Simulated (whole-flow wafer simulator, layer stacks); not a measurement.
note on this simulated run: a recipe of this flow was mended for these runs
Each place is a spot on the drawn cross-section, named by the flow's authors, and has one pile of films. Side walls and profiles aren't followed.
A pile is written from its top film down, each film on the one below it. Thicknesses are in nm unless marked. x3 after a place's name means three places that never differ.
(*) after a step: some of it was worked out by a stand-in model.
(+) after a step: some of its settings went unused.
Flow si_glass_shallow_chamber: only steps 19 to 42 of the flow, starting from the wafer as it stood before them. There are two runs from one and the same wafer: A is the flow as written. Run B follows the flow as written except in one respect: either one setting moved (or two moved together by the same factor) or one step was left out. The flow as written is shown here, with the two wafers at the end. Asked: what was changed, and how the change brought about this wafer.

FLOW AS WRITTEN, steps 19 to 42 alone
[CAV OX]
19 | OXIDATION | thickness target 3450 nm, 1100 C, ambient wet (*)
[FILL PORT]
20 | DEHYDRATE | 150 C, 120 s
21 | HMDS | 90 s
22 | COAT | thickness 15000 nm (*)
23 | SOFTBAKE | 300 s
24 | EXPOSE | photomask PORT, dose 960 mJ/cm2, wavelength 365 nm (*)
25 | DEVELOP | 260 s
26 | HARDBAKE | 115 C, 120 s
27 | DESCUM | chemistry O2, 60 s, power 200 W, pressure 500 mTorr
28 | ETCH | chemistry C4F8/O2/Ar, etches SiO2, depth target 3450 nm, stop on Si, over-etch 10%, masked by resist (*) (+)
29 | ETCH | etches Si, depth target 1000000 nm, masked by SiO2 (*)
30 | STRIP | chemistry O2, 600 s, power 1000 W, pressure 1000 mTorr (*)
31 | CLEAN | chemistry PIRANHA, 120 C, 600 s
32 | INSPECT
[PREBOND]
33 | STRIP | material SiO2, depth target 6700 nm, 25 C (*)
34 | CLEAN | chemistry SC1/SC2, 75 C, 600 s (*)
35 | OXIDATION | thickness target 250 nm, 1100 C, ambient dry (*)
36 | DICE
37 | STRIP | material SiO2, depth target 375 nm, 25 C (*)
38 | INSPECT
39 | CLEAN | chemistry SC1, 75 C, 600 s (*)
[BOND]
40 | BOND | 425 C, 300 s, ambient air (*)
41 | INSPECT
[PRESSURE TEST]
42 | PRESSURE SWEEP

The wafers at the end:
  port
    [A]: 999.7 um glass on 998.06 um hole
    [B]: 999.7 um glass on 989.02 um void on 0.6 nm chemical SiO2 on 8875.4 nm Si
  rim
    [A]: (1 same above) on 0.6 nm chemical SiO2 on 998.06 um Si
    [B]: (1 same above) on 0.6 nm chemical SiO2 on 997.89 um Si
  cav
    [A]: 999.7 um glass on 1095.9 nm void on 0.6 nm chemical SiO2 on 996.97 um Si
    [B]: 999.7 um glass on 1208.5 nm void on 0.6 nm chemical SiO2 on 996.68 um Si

What caused this: step 19, OXIDATION: thickness target 4097 nm was run, while the flow as written has thickness target 3450 nm.

How this came from the change, step by step:
  19 | OXIDATION | thickness target 3450 nm, 1100 C, ambient wet (*)
      rim, ramp, septum, ring: A +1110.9 SiO2, -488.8 Si | B +1502.1 SiO2, -660.9 Si
      cav, port: A +3450 SiO2 (new film), -0.6 chemical SiO2 (all of it), -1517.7 Si | B +4097 SiO2 (new film), -0.6 chemical SiO2 (all of it), -1802.4 Si
  22 | COAT | thickness 15000 nm (*)
      rim: A +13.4 um thick-i-line-resist (new film) | B +13.46 um thick-i-line-resist (new film)
      ramp: A +12.89 um thick-i-line-resist (new film) | B +12.97 um thick-i-line-resist (new film)
      (and at 3 other places as well)
  23 | SOFTBAKE | 300 s
      rim: A -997 thick-i-line-resist | B -956.7 thick-i-line-resist
      ramp: A -487.1 thick-i-line-resist | B -465.9 thick-i-line-resist
      (and at 4 other places as well)
  25 | DEVELOP | 260 s
      port: A -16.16 um thick-i-line-resist (all of it) | B -16.11 um thick-i-line-resist (all of it)
  28 | ETCH | chemistry C4F8/O2/Ar, etches SiO2, depth target 3450 nm, stop on Si, over-etch 10%, masked by resist (*) (+)
      port: A -3450 SiO2 (all of it), -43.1 Si | B -3795 SiO2
  29 | ETCH | etches Si, depth target 1000000 nm, masked by SiO2 (*)
      port: A +997.05 um hole (new film), -997.05 um Si (all of it) | B -302 SiO2 (all of it), -987.81 um Si
      rim, ramp: A -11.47 um thick-i-line-resist (all of it), -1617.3 SiO2 | B -11.57 um thick-i-line-resist (all of it), -1565 SiO2
      (and at 2 other places as well)
  30 | STRIP | chemistry O2, 600 s, power 1000 W, pressure 1000 mTorr (*)
      port: A nothing | B +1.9 chemical SiO2 (new film), -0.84 Si
      cav: A -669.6 thick-i-line-resist (all of it) | B -626.1 thick-i-line-resist (all of it)
  33 | STRIP | material SiO2, depth target 6700 nm, 25 C (*)
      port: A nothing | B -1.9 chemical SiO2 (all of it)
      rim, ramp: A -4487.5 SiO2 (all of it) | B -4931 SiO2 (all of it)
      (and at 3 other places as well)
  34 | CLEAN | chemistry SC1/SC2, 75 C, 600 s (*)
      port: A nothing | B +0.6 chemical SiO2 (new film), -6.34 Si
  35 | OXIDATION | thickness target 250 nm, 1100 C, ambient dry (*)
      port: A nothing | B +250 SiO2 (new film), -0.6 chemical SiO2 (all of it), -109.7 Si
  37 | STRIP | material SiO2, depth target 375 nm, 25 C (*)
      port: A nothing | B -250 SiO2 (all of it)
  39 | CLEAN | chemistry SC1, 75 C, 600 s (*)
      port: A nothing | B +0.6 chemical SiO2 (new film), -6.34 Si
  40 | BOND | 425 C, 300 s, ambient air (*)
      port: A +999.7 um glass (new film), +1017.3 hole | B +999.7 um glass (new film), +989.02 um void (new film)
      cav: A +999.7 um glass (new film), +1095.9 void (new film) | B +999.7 um glass (new film), +1208.5 void (new film)
